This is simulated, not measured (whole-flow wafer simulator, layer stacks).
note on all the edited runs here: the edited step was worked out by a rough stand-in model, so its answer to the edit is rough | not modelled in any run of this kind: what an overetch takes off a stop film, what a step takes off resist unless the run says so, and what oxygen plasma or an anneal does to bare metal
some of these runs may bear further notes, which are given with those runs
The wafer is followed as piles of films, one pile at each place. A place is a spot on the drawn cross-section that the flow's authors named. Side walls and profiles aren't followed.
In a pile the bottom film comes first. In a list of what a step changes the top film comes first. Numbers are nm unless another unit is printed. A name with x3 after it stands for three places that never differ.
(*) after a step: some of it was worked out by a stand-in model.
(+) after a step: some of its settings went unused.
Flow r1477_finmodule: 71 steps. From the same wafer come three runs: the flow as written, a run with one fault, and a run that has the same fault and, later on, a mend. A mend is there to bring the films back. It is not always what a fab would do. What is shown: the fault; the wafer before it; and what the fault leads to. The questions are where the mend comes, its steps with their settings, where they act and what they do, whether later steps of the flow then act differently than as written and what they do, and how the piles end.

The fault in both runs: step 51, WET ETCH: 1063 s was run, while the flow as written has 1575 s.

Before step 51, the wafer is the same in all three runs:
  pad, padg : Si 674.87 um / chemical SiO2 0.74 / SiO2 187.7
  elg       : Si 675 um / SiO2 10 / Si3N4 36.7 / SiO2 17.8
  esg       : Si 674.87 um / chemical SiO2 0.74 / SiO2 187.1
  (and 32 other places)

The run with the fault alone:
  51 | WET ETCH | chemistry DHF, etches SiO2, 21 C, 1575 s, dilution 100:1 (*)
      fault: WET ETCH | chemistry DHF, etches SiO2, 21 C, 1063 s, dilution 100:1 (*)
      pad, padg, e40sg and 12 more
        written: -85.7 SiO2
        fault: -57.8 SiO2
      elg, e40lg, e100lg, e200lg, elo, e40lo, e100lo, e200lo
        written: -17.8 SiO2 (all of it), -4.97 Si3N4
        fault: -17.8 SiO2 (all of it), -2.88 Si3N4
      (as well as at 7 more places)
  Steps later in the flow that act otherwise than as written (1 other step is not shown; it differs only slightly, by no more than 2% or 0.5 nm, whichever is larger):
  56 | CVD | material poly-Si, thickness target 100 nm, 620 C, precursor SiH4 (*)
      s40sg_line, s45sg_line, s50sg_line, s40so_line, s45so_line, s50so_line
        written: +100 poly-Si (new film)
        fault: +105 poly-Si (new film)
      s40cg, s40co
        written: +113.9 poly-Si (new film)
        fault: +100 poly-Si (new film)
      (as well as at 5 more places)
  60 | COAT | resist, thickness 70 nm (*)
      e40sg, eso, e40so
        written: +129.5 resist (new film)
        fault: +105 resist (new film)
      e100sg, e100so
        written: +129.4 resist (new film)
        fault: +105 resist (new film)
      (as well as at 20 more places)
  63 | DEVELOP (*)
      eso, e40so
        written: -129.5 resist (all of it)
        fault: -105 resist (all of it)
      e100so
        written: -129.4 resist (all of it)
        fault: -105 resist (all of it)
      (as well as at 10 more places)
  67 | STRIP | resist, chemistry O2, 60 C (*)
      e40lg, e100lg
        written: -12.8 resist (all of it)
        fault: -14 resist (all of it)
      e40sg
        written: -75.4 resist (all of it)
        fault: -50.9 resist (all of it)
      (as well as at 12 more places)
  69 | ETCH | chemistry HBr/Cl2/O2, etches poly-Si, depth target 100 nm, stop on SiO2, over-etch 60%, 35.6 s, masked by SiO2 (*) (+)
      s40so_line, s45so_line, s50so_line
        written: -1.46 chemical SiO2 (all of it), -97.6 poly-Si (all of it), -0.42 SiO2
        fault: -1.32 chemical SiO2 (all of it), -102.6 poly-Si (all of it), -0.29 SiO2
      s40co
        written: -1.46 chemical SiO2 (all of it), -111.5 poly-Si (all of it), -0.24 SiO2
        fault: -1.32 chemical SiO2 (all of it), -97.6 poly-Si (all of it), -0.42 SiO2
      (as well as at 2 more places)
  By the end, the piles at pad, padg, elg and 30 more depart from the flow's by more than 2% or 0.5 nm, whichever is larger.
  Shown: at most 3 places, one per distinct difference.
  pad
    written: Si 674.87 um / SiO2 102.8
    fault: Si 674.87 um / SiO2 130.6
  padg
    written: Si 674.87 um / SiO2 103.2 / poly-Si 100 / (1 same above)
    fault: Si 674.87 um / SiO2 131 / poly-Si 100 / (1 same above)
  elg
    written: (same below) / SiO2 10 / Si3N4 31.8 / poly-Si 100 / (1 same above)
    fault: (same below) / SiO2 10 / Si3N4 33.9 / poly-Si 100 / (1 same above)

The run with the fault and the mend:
  After step 51 comes the mend.
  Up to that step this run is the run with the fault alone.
  51a | WET ETCH | chemistry DHF, etches SiO2, 21 C, 512 s, dilution 100:1 (*) (the flow's step 51 again, with other settings)
      pad, padg, e40sg and 12 more
        -27.9 SiO2
      elg, e40lg, e100lg, e200lg, elo, e40lo, e100lo, e200lo
        -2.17 Si3N4
      esg, s40cg, s45cg, s50cg, s40co, s45co, s50co
        -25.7 SiO2
  None of the later steps of the flow differs from how it acts as written, at any place that is followed, by more than 2% or 0.5 nm, whichever is larger.
  When the end is reached, the piles differ only a little from the flow's at the places that both follow, at most by 2% or 0.5 nm, whichever is larger.
